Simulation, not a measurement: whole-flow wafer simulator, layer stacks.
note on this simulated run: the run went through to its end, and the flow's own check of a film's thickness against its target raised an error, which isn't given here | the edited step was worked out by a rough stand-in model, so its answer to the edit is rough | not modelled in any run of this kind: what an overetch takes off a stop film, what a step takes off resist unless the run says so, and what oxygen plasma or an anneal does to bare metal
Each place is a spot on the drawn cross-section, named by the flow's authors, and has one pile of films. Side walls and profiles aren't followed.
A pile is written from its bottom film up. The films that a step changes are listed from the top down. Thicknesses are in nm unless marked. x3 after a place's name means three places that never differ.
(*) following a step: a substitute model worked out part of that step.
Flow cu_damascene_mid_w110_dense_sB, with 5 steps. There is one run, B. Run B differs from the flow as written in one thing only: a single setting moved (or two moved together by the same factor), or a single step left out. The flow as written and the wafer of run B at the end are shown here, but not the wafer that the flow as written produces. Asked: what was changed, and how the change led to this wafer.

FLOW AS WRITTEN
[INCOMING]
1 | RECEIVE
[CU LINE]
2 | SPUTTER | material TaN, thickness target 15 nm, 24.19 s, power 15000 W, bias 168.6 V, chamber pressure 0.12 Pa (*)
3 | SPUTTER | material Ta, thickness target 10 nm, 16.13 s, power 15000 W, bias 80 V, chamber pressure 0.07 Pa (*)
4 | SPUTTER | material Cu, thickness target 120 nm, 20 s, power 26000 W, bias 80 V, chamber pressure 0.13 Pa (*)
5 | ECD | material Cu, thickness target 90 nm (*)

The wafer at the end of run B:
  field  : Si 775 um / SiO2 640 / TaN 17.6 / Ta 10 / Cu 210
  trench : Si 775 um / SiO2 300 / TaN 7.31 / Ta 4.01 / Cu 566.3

Cause: step 2, SPUTTER: thickness target 17.6 nm was run, though the flow has thickness target 15 nm; step 2, SPUTTER: 28.42 s was run, where the flow has 24.19 s.
The wafer itself shows it: field has TaN 17.6, and step 2 as written asks for 15 nm.

Step by step, how the change led to this:
  2 | SPUTTER | material TaN, thickness target 15 nm, 24.19 s, power 15000 W, bias 168.6 V, chamber pressure 0.12 Pa (*)
      field: TaN gains 17.6 (new film) (as written it would have been: TaN gains 15 (new film))
      trench: TaN gains 7.31 (new film) (as written it would have been: TaN gains 6.23 (new film))
